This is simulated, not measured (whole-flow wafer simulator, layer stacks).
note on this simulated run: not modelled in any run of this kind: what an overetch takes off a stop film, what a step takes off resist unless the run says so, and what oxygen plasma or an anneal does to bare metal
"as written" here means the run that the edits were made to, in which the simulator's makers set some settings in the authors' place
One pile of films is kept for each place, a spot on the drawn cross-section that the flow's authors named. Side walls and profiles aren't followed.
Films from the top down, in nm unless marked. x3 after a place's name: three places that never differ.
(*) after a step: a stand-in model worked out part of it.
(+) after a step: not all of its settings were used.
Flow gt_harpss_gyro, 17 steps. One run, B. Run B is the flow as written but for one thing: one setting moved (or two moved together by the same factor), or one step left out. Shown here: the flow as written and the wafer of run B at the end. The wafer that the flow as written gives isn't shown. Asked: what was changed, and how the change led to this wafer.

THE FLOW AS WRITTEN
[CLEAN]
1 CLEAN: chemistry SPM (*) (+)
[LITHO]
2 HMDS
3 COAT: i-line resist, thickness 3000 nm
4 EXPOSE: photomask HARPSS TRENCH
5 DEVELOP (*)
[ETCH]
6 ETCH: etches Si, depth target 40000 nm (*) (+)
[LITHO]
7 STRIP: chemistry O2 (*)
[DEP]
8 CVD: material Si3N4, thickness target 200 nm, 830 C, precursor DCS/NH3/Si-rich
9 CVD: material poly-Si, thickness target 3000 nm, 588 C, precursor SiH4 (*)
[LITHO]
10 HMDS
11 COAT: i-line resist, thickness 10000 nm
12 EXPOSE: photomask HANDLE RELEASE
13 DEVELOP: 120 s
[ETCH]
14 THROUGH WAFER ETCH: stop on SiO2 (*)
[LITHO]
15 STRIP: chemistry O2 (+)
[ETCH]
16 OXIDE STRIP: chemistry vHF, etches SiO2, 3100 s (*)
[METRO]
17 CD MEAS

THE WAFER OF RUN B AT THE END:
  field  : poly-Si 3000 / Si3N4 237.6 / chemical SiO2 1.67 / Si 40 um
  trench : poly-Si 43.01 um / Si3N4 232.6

The cause: step 8, CVD: thickness target 237.6 nm was run, where the flow has thickness target 200 nm.
It can be read off the wafer: field has Si3N4 237.6, and step 8 as written asks for 200 nm.

How the change led to this, step by step:
  8 CVD: material Si3N4, thickness target 200 nm, 830 C, precursor DCS/NH3/Si-rich
      field: Si3N4 +237.6 (new film) (as written it would be: Si3N4 +200 (new film))
      trench: Si3N4 +232.6 (new film) (as written it would be: Si3N4 +195.9 (new film))
